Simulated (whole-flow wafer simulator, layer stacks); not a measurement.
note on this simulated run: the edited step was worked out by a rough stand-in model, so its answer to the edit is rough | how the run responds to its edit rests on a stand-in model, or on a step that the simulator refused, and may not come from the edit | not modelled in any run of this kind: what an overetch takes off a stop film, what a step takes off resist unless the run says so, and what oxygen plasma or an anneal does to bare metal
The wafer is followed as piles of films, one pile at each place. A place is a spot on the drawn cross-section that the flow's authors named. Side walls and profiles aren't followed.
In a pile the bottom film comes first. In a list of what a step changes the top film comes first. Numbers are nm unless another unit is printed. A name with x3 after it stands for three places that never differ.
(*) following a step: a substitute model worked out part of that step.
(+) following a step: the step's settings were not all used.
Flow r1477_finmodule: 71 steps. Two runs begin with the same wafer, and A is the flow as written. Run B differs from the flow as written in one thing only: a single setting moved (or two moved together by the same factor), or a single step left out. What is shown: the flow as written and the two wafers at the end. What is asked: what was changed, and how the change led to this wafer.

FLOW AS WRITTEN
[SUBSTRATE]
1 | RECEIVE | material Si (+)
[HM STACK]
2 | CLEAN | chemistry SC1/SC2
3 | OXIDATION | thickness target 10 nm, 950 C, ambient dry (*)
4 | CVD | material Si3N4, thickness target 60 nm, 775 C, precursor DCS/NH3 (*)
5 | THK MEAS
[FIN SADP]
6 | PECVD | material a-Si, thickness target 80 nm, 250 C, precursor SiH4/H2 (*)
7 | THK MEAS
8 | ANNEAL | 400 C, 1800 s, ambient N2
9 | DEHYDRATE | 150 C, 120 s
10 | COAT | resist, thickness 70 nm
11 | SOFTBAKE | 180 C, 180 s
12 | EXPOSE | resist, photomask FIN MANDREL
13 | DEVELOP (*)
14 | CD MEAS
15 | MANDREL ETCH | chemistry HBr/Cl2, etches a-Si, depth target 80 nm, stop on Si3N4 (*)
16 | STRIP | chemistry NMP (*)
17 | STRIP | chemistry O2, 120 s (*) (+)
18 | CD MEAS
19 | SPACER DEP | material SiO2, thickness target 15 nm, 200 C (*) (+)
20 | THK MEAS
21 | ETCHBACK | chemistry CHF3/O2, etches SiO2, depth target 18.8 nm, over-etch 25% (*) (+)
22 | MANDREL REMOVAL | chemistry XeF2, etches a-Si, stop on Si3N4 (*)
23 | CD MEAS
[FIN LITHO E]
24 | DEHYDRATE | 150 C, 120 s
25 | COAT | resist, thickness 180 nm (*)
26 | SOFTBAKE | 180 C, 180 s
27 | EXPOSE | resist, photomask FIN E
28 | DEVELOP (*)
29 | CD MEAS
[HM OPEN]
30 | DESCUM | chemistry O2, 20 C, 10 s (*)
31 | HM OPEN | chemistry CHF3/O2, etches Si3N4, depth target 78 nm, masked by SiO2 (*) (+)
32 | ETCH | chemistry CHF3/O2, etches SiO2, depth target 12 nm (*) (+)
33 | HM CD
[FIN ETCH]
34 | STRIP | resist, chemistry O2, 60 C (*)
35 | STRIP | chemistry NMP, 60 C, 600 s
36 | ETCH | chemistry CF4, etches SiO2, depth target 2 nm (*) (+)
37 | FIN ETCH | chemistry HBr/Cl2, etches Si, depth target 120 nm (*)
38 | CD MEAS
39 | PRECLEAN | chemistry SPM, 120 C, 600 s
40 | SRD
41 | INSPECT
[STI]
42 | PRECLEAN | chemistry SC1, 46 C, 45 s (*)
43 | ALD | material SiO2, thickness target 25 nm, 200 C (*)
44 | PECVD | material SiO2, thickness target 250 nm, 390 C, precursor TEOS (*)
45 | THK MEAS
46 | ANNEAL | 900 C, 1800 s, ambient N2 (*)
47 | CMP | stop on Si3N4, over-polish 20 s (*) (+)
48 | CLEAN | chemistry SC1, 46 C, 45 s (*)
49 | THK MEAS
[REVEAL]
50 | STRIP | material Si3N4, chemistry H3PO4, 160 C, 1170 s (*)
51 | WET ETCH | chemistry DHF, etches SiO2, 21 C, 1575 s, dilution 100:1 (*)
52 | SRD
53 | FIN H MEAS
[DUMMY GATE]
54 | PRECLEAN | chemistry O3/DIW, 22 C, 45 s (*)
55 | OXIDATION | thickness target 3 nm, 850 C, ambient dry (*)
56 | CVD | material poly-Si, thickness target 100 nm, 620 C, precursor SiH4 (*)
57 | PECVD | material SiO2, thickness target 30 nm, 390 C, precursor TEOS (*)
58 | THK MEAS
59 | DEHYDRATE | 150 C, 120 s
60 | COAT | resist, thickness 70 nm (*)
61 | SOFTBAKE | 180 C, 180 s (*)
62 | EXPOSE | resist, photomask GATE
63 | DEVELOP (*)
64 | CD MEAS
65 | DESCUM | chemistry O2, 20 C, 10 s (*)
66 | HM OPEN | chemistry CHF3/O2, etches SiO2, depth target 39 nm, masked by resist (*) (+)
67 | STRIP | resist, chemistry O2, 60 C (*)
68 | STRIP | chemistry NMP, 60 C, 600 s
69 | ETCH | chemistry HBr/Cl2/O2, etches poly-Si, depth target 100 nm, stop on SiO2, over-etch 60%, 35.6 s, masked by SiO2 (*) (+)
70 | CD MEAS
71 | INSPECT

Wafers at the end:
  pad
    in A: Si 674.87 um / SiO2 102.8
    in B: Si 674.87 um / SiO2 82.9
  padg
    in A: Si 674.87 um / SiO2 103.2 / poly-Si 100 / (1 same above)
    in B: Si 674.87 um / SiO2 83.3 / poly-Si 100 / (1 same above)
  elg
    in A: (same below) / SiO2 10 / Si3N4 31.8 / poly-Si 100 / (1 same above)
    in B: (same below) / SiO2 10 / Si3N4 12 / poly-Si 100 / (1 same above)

Cause: step 4, CVD: thickness target 40.2 nm was run, while the flow as written has thickness target 60 nm.

The path from the change to this, step by step:
  4 | CVD | material Si3N4, thickness target 60 nm, 775 C, precursor DCS/NH3 (*)
      pad, padg, elg and 33 more: A Si3N4 gains 60 (new film) | B Si3N4 gains 40.2 (new film)
  31 | HM OPEN | chemistry CHF3/O2, etches Si3N4, depth target 78 nm, masked by SiO2 (*) (+)
      pad, padg, esg and 13 more: A Si3N4 loses 56.4 (all of it), SiO2 loses 10 (all of it) | B Si3N4 loses 36.6 (all of it), SiO2 loses 9.15
      elg, e40lg, e100lg, e200lg, elo, e40lo, e100lo, e200lo: A resist loses 78 | B resist loses 54.9
      (and at 12 other places as well)
  32 | ETCH | chemistry CHF3/O2, etches SiO2, depth target 12 nm (*) (+)
      pad, padg, e40sg and 11 more: A Si loses 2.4 | B SiO2 loses 0.85 (all of it), Si loses 2.23
      esg, eso: A Si loses 1.77 | B SiO2 loses 0.85 (all of it), Si loses 2.23
      (and at 6 other places as well)
  34 | STRIP | resist, chemistry O2, 60 C (*)
      elg, e40lg, e100lg, e200lg, elo, e40lo, e100lo, e200lo: A resist loses 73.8 (all of it) | B resist loses 96.9 (all of it)
  43 | ALD | material SiO2, thickness target 25 nm, 200 C (*)
      s40cg, s45cg, s50cg, s40co, s45co, s50co: A SiO2 gains 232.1 (new film) | B SiO2 gains 223.5 (new film)
      esg: A SiO2 gains 194.3 (new film) | B SiO2 gains 174.9 (new film)
  47 | CMP | stop on Si3N4, over-polish 20 s (*) (+)
      pad, padg, e40sg and 11 more: A SiO2 loses 71.8 | B SiO2 loses 91.8
      s40cg, s45cg, s50cg, s40co, s45co, s50co: A SiO2 loses 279 | B SiO2 loses 290.6
      (and at 7 other places as well)
  50 | STRIP | material Si3N4, chemistry H3PO4, 160 C, 1170 s (*)
      s40sg_line, s45sg_line, s50sg_line, s40so_line, s45so_line, s50so_line: A Si3N4 loses 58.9 (all of it), SiO2 loses 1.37 | B Si3N4 loses 39.1 (all of it), SiO2 loses 1.99
  51 | WET ETCH | chemistry DHF, etches SiO2, 21 C, 1575 s, dilution 100:1 (*)
      s40sg_line, s45sg_line, s50sg_line, s40so_line, s45so_line, s50so_line: A SiO2 loses 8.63 (all of it) | B SiO2 loses 8.01 (all of it)
  56 | CVD | material poly-Si, thickness target 100 nm, 620 C, precursor SiH4 (*)
      s40cg, s40co: A poly-Si gains 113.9 (new film) | B poly-Si gains 135.7 (new film)
      s45cg, s45co: A poly-Si gains 113.4 (new film) | B poly-Si gains 135.7 (new film)
      (and at 2 other places as well)
  60 | COAT | resist, thickness 70 nm (*)
      s40cg, s40co: A resist gains 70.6 (new film) | B resist gains 68.3 (new film)
      s40sg, s40so: A resist gains 91 (new film) | B resist gains 110.5 (new film)
      (and at 8 other places as well)
  63 | DEVELOP (*)
      s40co: A resist loses 70.6 (all of it) | B resist loses 68.3 (all of it)
      s40so: A resist loses 91 (all of it) | B resist loses 110.5 (all of it)
      (and at 4 other places as well)
  67 | STRIP | resist, chemistry O2, 60 C (*)
      s40cg: A resist loses 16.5 (all of it) | B resist loses 14.2 (all of it)
      s40sg: A resist loses 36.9 (all of it) | B resist loses 56.4 (all of it)
      (and at 4 other places as well)
  69 | ETCH | chemistry HBr/Cl2/O2, etches poly-Si, depth target 100 nm, stop on SiO2, over-etch 60%, 35.6 s, masked by SiO2 (*) (+)
      s40co: A chemical SiO2 loses 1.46 (all of it), poly-Si loses 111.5 (all of it), SiO2 loses 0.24 | B chemical SiO2 loses 1.46 (all of it), poly-Si loses 133.3 (all of it), SiO2 loses 0.13
      s45co: A chemical SiO2 loses 1.46 (all of it), poly-Si loses 110.9 (all of it), SiO2 loses 0.25 | B chemical SiO2 loses 1.46 (all of it), poly-Si loses 133.3 (all of it), SiO2 loses 0.13
      (and at 1 other place as well)
